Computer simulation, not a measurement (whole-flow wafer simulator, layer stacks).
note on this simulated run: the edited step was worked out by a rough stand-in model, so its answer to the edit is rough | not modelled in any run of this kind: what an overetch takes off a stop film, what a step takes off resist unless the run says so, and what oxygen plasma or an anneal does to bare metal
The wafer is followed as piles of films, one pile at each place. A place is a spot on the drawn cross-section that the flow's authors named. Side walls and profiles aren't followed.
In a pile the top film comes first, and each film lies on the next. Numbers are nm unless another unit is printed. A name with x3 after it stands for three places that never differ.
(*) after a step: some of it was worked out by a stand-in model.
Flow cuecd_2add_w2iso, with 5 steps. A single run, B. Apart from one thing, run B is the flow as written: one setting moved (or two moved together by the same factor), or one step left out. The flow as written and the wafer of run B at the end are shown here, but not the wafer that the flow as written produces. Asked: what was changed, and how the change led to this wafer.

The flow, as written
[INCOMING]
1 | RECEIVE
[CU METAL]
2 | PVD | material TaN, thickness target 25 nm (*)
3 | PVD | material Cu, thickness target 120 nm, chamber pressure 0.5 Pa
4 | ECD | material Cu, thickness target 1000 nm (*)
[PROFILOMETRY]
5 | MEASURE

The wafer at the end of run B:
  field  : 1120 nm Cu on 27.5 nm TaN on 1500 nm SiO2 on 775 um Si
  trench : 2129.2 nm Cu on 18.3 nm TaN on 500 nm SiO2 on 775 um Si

The reason: step 2, PVD: thickness target 27.5 nm was run, while the flow as written has thickness target 25 nm.
One can read it off the wafer: field has TaN 27.5, and step 2 as written asks for 25 nm.

Step by step, how the change led to this:
  2 | PVD | material TaN, thickness target 25 nm (*)
      field: +27.5 TaN (new film) (it would be, as written: +25 TaN (new film))
      trench: +18.3 TaN (new film) (it would be, as written: +16.6 TaN (new film))
